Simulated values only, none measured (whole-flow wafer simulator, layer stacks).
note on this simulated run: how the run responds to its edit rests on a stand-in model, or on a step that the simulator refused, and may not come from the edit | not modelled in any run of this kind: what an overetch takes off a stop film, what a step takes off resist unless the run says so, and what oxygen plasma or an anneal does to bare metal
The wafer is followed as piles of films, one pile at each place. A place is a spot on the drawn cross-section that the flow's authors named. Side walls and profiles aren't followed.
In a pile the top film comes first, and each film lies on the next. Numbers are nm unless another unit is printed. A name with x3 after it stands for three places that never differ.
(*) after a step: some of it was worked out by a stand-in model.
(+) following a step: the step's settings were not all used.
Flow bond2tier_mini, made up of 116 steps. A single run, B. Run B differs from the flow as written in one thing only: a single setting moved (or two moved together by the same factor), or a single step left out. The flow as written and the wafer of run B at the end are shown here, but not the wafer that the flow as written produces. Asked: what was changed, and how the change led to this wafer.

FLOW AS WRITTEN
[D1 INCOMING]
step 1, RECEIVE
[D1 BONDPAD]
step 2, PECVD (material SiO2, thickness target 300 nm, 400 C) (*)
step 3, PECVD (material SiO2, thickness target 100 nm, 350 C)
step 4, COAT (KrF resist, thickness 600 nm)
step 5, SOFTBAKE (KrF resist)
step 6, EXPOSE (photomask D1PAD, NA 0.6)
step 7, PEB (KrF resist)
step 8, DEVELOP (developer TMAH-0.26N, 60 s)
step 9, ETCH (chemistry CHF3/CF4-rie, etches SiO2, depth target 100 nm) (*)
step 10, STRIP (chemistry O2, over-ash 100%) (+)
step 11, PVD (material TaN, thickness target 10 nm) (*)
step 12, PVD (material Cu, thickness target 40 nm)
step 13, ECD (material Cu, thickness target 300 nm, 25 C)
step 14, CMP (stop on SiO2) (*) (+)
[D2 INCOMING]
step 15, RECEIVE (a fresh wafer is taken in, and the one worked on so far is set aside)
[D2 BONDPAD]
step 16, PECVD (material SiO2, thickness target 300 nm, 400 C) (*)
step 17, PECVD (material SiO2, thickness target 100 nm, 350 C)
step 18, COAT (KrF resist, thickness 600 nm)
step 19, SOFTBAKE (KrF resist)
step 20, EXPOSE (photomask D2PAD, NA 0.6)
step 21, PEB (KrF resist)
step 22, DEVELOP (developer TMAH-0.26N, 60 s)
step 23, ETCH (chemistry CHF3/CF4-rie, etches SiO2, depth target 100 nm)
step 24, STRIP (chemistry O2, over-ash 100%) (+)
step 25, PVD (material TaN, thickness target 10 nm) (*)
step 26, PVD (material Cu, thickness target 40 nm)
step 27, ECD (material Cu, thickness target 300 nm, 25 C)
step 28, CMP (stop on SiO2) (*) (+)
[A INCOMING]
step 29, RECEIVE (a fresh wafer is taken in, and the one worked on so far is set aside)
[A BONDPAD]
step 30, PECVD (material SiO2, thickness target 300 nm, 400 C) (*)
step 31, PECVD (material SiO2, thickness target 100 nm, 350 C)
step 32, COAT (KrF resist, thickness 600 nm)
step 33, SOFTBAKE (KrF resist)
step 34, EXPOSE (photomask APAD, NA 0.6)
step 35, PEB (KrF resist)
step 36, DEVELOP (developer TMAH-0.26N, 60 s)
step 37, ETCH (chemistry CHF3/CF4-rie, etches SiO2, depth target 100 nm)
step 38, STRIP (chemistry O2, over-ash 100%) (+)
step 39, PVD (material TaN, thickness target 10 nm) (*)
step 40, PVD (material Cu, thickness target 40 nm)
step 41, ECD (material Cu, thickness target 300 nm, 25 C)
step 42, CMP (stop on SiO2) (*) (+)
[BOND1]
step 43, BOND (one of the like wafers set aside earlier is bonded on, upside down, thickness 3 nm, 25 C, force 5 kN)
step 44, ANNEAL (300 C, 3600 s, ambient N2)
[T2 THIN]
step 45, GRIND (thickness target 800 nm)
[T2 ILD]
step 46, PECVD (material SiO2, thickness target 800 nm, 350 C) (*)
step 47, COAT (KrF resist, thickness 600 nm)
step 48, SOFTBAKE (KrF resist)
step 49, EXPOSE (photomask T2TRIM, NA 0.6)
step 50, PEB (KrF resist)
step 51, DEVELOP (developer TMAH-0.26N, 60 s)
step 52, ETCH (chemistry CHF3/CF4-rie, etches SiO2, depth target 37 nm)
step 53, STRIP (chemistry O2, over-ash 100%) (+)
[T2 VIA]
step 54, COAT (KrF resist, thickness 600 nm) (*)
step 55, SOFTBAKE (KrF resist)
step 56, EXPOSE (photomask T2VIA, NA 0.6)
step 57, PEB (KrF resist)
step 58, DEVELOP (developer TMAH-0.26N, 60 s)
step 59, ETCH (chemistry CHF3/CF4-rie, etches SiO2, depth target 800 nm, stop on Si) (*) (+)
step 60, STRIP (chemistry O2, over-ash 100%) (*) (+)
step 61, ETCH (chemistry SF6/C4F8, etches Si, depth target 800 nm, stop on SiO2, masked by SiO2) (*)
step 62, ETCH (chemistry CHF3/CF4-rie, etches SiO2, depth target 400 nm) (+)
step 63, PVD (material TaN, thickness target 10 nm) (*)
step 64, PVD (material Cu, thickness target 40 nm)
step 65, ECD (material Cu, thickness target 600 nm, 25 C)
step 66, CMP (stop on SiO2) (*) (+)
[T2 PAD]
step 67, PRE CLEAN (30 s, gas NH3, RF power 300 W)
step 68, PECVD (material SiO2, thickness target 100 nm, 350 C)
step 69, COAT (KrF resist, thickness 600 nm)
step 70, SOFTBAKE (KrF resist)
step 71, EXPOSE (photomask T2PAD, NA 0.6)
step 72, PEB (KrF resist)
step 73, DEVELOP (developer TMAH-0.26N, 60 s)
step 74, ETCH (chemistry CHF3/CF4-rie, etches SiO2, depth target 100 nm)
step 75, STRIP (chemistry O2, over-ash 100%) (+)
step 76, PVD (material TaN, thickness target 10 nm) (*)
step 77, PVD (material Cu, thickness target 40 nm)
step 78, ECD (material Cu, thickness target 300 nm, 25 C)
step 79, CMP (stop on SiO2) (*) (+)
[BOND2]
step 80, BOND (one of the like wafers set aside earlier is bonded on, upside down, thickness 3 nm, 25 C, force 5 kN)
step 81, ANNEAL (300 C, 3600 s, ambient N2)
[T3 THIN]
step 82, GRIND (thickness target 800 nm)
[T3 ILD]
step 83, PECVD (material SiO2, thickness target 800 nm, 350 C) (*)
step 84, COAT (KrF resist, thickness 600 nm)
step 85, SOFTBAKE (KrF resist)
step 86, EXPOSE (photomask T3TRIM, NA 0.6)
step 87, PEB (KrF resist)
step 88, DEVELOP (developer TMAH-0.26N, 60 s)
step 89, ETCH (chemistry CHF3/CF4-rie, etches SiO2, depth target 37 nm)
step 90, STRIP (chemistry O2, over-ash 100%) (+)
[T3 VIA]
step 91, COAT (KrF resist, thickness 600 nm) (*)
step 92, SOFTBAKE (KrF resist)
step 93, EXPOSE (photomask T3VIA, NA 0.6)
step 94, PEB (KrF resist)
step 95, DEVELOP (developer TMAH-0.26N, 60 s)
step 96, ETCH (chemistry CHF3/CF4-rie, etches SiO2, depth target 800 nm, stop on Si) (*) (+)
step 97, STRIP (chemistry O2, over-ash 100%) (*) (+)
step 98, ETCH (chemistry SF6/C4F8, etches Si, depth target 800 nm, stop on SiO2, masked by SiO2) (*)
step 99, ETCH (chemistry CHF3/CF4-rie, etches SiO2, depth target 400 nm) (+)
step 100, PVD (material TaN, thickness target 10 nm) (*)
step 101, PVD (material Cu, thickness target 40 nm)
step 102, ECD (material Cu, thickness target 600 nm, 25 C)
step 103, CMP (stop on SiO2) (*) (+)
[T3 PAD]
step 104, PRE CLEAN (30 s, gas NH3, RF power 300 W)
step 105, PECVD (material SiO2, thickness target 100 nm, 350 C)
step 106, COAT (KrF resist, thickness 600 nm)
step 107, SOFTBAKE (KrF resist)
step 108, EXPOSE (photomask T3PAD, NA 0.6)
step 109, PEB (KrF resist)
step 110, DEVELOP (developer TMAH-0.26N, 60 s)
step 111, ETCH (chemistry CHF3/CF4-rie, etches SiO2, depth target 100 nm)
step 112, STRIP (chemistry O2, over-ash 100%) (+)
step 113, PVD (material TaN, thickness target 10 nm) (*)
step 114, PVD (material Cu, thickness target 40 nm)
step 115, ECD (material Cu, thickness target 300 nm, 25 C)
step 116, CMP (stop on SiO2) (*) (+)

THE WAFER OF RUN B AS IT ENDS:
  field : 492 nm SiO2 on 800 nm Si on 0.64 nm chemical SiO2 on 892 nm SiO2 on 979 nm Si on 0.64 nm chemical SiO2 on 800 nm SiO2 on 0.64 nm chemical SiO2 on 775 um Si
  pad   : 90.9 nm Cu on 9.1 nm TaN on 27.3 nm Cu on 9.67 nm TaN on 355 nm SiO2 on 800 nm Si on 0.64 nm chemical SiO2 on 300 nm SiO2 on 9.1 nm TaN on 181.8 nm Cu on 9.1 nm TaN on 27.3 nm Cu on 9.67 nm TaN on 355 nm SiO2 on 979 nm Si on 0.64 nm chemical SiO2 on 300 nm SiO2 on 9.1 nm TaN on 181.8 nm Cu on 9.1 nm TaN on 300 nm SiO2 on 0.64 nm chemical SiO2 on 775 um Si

What caused this: step 45, GRIND: thickness target 979 nm was run, whereas the flow has thickness target 800 nm.
One can read it off the wafer: field has Si 979, and step 45 as written asks for 800 nm.

How this came from the change, step by step:
  step 45, GRIND (thickness target 800 nm)
      field, pad, via: Si loses 774.02 um (as written it would have been: Si loses 774.2 um)
